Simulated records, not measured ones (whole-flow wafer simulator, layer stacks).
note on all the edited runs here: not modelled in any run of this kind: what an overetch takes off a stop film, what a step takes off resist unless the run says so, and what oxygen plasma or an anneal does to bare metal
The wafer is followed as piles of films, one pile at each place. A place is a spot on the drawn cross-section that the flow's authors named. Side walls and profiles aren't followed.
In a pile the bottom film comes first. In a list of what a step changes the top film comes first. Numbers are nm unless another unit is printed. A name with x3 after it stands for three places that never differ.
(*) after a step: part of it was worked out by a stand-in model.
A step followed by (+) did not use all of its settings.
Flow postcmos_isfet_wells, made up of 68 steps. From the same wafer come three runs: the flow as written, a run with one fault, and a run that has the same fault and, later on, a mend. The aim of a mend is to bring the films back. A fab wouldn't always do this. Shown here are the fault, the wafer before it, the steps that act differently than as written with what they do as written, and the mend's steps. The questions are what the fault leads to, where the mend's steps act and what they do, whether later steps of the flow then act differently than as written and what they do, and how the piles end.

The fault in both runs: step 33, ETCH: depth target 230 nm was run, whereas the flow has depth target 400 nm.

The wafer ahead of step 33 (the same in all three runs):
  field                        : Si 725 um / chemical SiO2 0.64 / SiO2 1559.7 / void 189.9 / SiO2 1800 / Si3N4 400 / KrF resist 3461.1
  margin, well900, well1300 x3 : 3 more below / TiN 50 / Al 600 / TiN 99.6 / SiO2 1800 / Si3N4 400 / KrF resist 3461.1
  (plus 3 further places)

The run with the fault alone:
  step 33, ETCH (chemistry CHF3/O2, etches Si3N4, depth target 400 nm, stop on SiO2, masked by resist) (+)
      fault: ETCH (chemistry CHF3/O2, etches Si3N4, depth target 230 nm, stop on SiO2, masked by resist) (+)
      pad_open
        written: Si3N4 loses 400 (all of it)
        fault: Si3N4 loses 230
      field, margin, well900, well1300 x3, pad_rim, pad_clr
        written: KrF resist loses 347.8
        fault: KrF resist loses 200
  Later steps of the flow acting differently than as written (4 more steps, not shown, differ only slightly: by at most 2% or 0.5 nm, whichever is larger):
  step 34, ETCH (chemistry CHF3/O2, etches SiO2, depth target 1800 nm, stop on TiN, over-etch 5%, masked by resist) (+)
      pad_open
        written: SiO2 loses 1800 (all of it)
        fault: Si3N4 loses 170 (all of it), SiO2 loses 1621.5
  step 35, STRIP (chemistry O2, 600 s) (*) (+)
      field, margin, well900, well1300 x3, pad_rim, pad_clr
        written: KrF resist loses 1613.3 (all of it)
        fault: KrF resist loses 1761.1 (all of it)
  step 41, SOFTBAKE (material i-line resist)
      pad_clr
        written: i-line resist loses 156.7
        fault: i-line resist loses 138.9
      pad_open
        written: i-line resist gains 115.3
        fault: i-line resist gains 107.4
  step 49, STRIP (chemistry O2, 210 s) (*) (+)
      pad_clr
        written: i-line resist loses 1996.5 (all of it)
        fault: i-line resist loses 2070 (all of it)
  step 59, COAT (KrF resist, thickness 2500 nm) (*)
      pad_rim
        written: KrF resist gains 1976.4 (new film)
        fault: KrF resist gains 2017 (new film)
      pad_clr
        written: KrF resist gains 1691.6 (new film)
        fault: KrF resist gains 1751.6 (new film)
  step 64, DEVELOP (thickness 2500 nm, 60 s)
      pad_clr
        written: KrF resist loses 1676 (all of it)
        fault: KrF resist loses 1735.8 (all of it)
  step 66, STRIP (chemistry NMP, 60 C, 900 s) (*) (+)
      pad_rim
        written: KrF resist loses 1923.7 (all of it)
        fault: KrF resist loses 1963.9 (all of it)
  At pad_open, the piles at the end differ from the flow's by more than 2% or 0.5 nm, whichever is larger.
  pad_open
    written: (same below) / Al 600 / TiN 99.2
    fault: (same below) / Al 600 / TiN 99.6 / SiO2 178.5

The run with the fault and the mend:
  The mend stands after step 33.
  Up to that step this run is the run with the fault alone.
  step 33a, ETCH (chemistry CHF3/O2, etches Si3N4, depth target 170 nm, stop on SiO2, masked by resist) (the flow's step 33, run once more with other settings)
      field, margin, well900, well1300 x3, pad_rim, pad_clr
        KrF resist loses 147.8
      pad_open
        Si3N4 loses 170 (all of it)
  None of the later steps of the flow acts differently than as written at any place that is followed.
  At every place that both follow, the piles at the end match the flow's.
